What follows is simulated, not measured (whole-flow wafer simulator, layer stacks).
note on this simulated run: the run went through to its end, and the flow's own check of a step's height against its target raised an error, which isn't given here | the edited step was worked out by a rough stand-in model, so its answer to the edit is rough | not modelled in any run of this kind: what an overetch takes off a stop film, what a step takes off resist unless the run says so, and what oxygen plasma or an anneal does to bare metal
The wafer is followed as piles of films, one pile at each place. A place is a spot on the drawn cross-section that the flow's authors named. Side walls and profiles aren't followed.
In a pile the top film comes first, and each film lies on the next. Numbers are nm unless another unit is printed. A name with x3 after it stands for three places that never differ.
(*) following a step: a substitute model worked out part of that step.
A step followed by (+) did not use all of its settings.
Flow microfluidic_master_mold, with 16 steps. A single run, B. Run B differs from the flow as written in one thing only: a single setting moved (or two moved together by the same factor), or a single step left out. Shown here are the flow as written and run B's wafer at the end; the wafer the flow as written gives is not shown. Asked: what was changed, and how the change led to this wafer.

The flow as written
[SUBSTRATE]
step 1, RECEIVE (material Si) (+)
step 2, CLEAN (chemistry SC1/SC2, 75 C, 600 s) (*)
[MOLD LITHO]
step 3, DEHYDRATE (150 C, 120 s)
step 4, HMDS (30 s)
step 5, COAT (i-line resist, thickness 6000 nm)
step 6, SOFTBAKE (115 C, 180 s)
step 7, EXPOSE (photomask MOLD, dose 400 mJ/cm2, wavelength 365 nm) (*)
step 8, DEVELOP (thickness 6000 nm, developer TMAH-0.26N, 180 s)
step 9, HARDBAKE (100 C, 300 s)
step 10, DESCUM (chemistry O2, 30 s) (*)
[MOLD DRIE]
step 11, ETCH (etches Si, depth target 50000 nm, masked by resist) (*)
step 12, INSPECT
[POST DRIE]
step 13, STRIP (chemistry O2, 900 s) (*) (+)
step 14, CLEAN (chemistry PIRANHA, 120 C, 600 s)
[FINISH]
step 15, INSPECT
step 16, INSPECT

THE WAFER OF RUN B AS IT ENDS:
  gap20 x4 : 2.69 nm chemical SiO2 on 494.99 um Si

Cause: step 11, ETCH: depth target 30000 nm was run, whereas the flow has depth target 50000 nm.

How this came from the change, step by step:
  step 11, ETCH (etches Si, depth target 50000 nm, masked by resist) (*)
      gap20 x4: -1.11 chemical SiO2 (all of it), -30 um Si (in the flow as written it would be: -1.11 chemical SiO2 (all of it), -50 um Si)
      ridge: -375 i-line resist (in the flow as written it would be: -625 i-line resist)
  step 13, STRIP (chemistry O2, 900 s) (*) (+)
      ridge: -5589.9 i-line resist (all of it), +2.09 chemical SiO2, -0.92 Si (in the flow as written it would be: -5339.9 i-line resist (all of it), +2.09 chemical SiO2, -0.92 Si)
